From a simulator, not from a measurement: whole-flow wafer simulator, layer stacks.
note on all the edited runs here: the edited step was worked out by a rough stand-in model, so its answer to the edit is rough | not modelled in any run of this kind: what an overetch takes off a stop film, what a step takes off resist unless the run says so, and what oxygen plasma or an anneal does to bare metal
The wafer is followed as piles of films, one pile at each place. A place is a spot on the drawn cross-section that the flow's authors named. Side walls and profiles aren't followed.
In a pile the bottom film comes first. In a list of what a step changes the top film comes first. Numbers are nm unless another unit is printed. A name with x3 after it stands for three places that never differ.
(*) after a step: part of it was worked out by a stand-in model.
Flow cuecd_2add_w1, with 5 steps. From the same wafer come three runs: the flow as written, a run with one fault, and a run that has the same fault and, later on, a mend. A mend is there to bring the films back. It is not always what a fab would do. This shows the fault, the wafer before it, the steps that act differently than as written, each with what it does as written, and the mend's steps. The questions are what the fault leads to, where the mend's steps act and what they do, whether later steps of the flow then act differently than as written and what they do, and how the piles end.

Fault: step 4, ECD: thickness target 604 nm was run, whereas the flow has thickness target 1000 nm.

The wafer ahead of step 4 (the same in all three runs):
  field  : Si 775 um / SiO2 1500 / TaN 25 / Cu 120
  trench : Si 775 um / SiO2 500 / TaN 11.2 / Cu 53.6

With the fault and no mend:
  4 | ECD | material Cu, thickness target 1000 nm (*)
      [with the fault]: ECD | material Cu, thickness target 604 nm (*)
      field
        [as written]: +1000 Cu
        [with the fault]: +604 Cu
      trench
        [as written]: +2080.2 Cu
        [with the fault]: +1684.2 Cu
  Every later step of the flow that is run acts as written at every place that is followed.
  By the end, the piles at field, trench depart from the flow's by more than 2% or 0.5 nm, whichever is larger.
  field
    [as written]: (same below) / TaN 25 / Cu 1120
    [with the fault]: (same below) / TaN 25 / Cu 724
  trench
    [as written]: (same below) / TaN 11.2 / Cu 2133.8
    [with the fault]: (same below) / TaN 11.2 / Cu 1737.8

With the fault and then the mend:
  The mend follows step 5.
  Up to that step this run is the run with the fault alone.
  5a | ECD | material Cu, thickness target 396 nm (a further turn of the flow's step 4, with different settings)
      field, trench
        +396 Cu
  Every later step of the flow that is run acts as written at every place that is followed.
  At every place that both follow, the piles at the end match the flow's.
